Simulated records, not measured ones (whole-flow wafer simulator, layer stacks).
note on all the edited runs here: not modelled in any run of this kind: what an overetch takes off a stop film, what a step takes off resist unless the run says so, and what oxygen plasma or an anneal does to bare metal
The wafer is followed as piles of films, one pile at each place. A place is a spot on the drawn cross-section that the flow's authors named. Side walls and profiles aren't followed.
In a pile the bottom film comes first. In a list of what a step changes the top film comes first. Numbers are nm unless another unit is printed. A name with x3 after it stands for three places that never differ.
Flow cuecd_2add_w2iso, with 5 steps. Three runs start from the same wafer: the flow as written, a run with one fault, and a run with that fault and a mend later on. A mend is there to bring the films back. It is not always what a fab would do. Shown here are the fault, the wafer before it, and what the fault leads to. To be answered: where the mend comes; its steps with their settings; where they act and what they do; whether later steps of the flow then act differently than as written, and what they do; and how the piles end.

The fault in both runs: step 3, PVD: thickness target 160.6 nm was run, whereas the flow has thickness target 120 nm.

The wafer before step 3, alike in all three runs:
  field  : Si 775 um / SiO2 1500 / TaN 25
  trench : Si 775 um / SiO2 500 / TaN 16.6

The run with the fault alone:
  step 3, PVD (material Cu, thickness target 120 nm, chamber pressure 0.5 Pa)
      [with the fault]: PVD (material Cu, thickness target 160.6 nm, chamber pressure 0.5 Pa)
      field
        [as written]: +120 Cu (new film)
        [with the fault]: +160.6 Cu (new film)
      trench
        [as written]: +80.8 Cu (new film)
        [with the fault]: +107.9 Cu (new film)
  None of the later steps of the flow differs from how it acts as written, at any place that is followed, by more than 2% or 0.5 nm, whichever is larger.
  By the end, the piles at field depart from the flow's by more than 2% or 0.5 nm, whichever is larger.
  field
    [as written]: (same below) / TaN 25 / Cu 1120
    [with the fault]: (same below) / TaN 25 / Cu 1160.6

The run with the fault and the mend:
  The mend follows step 3.
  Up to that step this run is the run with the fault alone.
  step 3a, ETCH (chemistry cu recess dil, depth target 184.6 nm)
      field
        -160.6 Cu (all of it)
      trench
        -107.9 Cu (all of it)
  step 3b, PVD (material Cu, thickness target 120 nm, chamber pressure 0.5 Pa) (the flow's step 3, run once more)
      field
        +120 Cu (new film)
      trench
        +80.8 Cu (new film)
  None of the later steps of the flow acts differently than as written at any place that is followed.
  By the end, the piles equal the flow's at every place that both follow.
